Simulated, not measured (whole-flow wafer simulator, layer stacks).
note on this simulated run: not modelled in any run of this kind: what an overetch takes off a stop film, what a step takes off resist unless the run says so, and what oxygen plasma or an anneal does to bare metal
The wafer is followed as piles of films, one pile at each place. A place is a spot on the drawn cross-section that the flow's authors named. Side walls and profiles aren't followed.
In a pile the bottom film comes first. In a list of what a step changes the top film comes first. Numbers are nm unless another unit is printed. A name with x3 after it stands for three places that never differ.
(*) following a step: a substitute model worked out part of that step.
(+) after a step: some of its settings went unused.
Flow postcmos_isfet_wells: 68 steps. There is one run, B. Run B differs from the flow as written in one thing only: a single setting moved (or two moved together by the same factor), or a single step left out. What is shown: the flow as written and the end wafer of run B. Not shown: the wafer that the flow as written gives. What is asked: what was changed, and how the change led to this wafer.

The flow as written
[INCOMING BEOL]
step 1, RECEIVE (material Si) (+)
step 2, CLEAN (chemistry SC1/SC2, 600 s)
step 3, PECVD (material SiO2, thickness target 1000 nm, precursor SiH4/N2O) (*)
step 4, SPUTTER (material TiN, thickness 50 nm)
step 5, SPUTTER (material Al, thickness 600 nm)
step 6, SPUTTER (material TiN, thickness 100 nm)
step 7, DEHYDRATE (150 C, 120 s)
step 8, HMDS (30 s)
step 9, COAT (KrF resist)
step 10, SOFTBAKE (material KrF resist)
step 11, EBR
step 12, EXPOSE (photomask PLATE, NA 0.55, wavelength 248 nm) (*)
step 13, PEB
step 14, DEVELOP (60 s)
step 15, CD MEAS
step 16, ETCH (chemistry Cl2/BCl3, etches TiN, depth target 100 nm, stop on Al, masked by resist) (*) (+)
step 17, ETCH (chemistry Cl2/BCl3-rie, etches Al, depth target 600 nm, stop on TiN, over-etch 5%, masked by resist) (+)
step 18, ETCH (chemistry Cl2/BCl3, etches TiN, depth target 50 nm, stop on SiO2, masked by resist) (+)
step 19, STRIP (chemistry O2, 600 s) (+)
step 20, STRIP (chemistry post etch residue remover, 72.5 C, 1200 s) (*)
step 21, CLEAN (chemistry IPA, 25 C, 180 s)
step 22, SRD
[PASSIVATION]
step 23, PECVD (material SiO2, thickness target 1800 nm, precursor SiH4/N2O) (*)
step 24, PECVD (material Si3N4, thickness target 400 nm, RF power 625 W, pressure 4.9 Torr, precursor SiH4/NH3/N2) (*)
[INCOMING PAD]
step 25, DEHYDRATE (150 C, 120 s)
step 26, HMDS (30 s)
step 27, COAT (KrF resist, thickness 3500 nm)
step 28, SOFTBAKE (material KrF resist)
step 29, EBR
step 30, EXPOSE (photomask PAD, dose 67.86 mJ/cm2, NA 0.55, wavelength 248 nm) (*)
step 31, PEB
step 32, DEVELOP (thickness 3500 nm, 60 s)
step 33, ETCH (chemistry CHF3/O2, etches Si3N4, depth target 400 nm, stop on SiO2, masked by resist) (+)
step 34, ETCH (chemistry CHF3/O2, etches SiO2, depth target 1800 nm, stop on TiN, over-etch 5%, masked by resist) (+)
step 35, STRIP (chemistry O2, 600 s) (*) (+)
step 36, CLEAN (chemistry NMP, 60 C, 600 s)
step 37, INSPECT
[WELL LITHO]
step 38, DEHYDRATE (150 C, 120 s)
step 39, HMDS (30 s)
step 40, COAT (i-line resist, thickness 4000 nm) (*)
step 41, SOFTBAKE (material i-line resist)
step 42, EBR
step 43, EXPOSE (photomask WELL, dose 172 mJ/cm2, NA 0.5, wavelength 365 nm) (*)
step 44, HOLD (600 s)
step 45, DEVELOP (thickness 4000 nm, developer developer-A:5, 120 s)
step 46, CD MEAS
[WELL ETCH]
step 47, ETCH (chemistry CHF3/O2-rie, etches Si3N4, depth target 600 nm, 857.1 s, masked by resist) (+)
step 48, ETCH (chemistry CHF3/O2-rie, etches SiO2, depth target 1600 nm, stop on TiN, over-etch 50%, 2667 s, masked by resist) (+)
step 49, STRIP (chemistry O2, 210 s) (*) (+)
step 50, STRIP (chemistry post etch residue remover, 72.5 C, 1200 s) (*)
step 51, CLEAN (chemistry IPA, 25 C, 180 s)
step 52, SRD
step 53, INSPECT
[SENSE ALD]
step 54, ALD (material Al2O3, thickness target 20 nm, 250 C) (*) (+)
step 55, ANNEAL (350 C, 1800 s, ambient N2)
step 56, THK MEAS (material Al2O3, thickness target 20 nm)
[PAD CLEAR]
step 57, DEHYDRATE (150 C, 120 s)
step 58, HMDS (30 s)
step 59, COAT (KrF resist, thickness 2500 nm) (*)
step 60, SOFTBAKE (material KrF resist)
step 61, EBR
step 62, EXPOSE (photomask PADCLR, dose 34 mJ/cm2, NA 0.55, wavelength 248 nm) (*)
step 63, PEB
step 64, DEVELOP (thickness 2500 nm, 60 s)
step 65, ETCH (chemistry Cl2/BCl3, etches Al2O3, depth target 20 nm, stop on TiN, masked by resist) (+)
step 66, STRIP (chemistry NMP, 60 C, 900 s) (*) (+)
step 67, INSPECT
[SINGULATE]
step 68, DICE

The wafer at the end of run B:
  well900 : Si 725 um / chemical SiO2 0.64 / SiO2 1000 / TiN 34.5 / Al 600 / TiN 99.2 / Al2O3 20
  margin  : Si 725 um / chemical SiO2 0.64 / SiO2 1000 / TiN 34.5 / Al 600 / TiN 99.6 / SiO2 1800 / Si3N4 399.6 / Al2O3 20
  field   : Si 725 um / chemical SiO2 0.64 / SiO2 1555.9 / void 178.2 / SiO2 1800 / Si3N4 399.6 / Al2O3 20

The reason: step 4, SPUTTER: thickness 34.5 nm was run, though the flow has thickness 50 nm.
One can read it off the wafer: well900 has TiN 34.5, and step 4 as written asks for 50 nm.

The path from the change to this, step by step:
  step 4, SPUTTER (material TiN, thickness 50 nm)
      field, margin, well900, well1300 x3, pad_rim, pad_clr, pad_open: +34.5 TiN (new film) (as written it would have been: +50 TiN (new film))
  step 18, ETCH (chemistry Cl2/BCl3, etches TiN, depth target 50 nm, stop on SiO2, masked by resist) (+)
      field: -34.5 TiN (all of it) (as written it would have been: -50 TiN (all of it))
  step 23, PECVD (material SiO2, thickness target 1800 nm, precursor SiH4/N2O) (*)
      field: +1800 SiO2 (new film), +178.2 void (new film), +555.9 SiO2 (as written it would have been: +1800 SiO2 (new film), +189.9 void (new film), +559.7 SiO2)
